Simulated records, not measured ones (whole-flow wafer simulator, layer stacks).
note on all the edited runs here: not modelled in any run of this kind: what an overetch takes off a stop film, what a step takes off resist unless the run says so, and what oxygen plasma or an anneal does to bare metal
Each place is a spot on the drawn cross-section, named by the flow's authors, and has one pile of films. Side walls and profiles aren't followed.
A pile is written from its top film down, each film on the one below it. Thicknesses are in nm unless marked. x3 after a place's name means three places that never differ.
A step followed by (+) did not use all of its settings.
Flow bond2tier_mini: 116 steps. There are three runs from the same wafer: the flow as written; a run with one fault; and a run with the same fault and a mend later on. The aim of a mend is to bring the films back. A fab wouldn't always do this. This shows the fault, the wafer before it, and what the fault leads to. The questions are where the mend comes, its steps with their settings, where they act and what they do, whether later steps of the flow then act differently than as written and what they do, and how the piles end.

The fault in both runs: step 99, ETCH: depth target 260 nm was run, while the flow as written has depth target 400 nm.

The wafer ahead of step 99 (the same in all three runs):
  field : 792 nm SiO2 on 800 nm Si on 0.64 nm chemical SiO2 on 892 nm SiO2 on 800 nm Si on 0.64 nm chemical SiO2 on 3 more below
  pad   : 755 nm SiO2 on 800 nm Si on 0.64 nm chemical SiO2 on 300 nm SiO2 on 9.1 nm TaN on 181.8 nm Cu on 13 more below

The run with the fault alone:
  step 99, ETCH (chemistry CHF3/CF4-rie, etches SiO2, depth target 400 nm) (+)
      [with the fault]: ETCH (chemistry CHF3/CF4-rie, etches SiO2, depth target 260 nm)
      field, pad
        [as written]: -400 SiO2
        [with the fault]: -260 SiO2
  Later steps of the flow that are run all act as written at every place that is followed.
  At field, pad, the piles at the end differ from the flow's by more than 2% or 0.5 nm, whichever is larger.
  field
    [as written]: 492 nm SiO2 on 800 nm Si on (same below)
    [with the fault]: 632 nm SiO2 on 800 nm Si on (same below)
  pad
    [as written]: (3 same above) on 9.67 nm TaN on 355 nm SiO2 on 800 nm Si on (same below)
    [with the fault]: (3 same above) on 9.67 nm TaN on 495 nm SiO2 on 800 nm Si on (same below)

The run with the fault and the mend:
  The mend stands after step 99.
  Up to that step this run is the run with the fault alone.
  step 99a, ETCH (chemistry CHF3/CF4-rie, etches SiO2, depth target 140 nm) (+) (a further turn of the flow's step 99, with different settings)
      field, pad
        -140 SiO2
  Later steps of the flow that are run all act as written at every place that is followed.
  The piles end the same as the flow's at every place that both follow.
